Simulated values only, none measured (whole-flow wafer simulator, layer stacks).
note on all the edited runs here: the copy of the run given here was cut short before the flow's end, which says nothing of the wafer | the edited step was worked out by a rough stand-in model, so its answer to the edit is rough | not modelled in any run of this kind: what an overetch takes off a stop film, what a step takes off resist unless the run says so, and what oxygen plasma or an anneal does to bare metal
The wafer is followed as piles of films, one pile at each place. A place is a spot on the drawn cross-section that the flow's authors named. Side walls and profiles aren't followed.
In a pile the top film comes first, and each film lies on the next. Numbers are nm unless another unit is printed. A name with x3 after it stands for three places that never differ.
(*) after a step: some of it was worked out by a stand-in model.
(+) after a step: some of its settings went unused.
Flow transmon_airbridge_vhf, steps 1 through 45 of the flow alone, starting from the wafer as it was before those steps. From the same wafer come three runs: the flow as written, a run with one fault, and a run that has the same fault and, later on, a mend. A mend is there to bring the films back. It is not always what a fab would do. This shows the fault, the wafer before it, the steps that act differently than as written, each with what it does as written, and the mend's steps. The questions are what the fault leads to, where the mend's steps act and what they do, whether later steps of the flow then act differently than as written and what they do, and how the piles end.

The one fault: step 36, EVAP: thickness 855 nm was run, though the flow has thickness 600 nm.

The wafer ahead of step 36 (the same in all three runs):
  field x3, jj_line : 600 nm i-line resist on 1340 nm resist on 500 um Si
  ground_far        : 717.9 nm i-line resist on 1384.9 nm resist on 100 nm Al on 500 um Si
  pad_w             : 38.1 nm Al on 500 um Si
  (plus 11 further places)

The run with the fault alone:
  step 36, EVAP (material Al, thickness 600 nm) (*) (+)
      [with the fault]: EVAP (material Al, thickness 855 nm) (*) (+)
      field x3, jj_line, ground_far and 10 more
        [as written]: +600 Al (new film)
        [with the fault]: +855 Al (new film)
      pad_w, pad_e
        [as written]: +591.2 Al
        [with the fault]: +842.5 Al
  Later steps of the flow acting differently than as written:
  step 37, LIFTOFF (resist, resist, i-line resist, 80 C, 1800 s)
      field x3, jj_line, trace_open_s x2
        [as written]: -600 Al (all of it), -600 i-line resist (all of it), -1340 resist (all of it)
        [with the fault]: -855 Al (all of it), -600 i-line resist (all of it), -1340 resist (all of it)
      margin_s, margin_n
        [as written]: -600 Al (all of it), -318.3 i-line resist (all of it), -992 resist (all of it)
        [with the fault]: -855 Al (all of it), -318.3 i-line resist (all of it), -992 resist (all of it)
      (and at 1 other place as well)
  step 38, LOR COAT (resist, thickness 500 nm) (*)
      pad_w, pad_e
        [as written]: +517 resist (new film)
        [with the fault]: +498.7 resist (new film)
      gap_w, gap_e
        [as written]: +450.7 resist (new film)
        [with the fault]: +440.6 resist (new film)
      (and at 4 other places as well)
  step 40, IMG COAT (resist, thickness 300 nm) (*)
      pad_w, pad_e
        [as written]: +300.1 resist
        [with the fault]: +290 resist
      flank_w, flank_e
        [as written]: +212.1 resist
        [with the fault]: +203.7 resist
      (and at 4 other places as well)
  By the end, the piles at pad_w, flank_w, gap_w and 7 more depart from the flow's by more than 2% or 0.5 nm, whichever is larger.
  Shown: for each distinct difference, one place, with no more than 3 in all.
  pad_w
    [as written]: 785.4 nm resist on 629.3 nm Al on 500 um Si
    [with the fault]: 756.9 nm resist on 880.6 nm Al on 500 um Si
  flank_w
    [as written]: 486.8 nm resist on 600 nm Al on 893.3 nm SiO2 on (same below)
    [with the fault]: 472.7 nm resist on 855 nm Al on 893.3 nm SiO2 on (same below)
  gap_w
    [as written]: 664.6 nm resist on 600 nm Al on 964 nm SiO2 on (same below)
    [with the fault]: 645.9 nm resist on 855 nm Al on 964 nm SiO2 on (same below)

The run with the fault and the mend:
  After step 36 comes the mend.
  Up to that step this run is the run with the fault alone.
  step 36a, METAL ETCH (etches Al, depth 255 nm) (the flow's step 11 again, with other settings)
      field x3, jj_line, ground_far and 12 more
        -255 Al
  None of the later steps of the flow differs from how it acts as written, at any place that is followed, by more than 2% or 0.5 nm, whichever is larger.
  The piles end only slightly different from the flow's at the places that both follow, by no more than 2% or 0.5 nm, whichever is larger.
